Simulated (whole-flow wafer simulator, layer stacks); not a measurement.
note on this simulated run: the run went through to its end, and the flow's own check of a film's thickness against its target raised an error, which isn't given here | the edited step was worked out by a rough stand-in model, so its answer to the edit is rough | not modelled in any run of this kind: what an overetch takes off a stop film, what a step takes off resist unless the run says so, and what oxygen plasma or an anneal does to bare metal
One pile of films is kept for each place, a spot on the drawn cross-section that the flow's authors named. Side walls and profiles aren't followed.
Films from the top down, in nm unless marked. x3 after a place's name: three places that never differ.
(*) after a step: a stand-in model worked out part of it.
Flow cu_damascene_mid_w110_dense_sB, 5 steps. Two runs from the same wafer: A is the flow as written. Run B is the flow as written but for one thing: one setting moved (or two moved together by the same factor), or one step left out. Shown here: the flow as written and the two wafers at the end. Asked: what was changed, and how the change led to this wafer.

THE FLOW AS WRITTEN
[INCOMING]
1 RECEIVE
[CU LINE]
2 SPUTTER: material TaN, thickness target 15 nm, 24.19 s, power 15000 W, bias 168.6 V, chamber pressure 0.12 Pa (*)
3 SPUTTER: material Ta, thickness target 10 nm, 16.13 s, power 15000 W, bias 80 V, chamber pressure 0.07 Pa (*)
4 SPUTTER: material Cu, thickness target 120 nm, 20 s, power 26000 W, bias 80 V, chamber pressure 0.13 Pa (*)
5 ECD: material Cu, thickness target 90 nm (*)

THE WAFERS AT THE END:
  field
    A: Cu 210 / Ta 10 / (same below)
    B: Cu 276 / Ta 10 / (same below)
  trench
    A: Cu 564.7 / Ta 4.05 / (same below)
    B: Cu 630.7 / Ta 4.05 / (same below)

The cause: step 4, SPUTTER: thickness target 186 nm was run, where the flow has thickness target 120 nm; step 4, SPUTTER: 31 s was run, where the flow has 20 s.

How the change led to this, step by step:
  4 SPUTTER: material Cu, thickness target 120 nm, 20 s, power 26000 W, bias 80 V, chamber pressure 0.13 Pa (*)
      field: A Cu +120 (new film) | B Cu +186 (new film)
      trench: A Cu +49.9 (new film) | B Cu +77.4 (new film)
  5 ECD: material Cu, thickness target 90 nm (*)
      trench: A Cu +514.8 | B Cu +553.3
